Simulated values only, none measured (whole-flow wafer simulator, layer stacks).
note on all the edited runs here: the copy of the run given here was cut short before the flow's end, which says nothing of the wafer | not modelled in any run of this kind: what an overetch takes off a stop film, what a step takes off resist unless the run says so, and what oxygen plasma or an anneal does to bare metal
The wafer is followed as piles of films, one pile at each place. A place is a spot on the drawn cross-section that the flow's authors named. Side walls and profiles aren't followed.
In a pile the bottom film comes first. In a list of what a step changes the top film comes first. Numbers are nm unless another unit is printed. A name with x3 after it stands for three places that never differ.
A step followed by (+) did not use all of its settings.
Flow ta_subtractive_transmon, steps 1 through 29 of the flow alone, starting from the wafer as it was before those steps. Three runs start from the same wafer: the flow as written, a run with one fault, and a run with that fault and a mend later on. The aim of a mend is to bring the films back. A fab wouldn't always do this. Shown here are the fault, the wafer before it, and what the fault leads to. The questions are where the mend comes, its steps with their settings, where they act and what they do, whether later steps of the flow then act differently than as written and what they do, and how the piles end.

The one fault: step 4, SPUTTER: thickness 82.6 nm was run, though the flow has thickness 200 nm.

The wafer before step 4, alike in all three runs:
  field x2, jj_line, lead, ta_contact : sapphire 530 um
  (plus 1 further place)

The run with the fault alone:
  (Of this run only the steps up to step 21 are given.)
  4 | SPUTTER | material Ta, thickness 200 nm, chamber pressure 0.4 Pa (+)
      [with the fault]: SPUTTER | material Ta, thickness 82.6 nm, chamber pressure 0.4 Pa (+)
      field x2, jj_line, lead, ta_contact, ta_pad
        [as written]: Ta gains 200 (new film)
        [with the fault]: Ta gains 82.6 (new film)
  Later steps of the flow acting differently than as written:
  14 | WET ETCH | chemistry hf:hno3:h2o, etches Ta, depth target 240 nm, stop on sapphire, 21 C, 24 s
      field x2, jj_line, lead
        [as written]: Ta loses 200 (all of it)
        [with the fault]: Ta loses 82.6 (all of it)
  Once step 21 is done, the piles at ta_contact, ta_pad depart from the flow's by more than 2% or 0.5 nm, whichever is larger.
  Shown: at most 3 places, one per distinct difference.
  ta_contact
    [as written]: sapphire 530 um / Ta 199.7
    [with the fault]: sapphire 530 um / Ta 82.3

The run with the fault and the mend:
  The mend follows step 5.
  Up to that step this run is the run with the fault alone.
  5a | WET ETCH | chemistry hf:hno3:h2o, etches Ta, depth target 95.04 nm, stop on sapphire, 21 C, 9.504 s
      field x2, jj_line, lead, ta_contact, ta_pad
        Ta loses 82.6 (all of it)
  5b | SPUTTER | material Ta, thickness 200 nm, chamber pressure 0.4 Pa (+) (the flow's step 4 again)
      field x2, jj_line, lead, ta_contact, ta_pad
        Ta gains 200 (new film)
  Every later step of the flow that is run acts as written at every place that is followed.
  By the end, the piles equal the flow's at every place that both follow.
